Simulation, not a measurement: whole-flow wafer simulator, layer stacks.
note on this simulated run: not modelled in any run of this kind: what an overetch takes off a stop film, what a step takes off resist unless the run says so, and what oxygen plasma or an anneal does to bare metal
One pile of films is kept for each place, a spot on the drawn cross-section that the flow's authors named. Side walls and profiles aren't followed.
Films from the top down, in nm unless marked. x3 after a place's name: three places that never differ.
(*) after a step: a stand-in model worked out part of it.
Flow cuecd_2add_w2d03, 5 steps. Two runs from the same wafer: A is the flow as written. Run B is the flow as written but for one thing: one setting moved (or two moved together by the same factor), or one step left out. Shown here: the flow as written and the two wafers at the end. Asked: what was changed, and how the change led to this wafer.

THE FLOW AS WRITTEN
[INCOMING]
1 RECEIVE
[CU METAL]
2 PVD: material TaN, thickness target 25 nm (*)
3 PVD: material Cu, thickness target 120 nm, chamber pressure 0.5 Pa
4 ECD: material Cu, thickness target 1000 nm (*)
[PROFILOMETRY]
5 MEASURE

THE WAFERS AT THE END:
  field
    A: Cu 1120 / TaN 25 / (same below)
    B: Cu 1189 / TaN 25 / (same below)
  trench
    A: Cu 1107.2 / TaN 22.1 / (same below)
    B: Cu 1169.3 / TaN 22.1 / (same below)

The cause: step 3, PVD: thickness target 189 nm was run, where the flow has thickness target 120 nm.

How the change led to this, step by step:
  3 PVD: material Cu, thickness target 120 nm, chamber pressure 0.5 Pa
      field: A Cu +120 (new film) | B Cu +189 (new film)
      trench: A Cu +107.2 (new film) | B Cu +169.3 (new film)
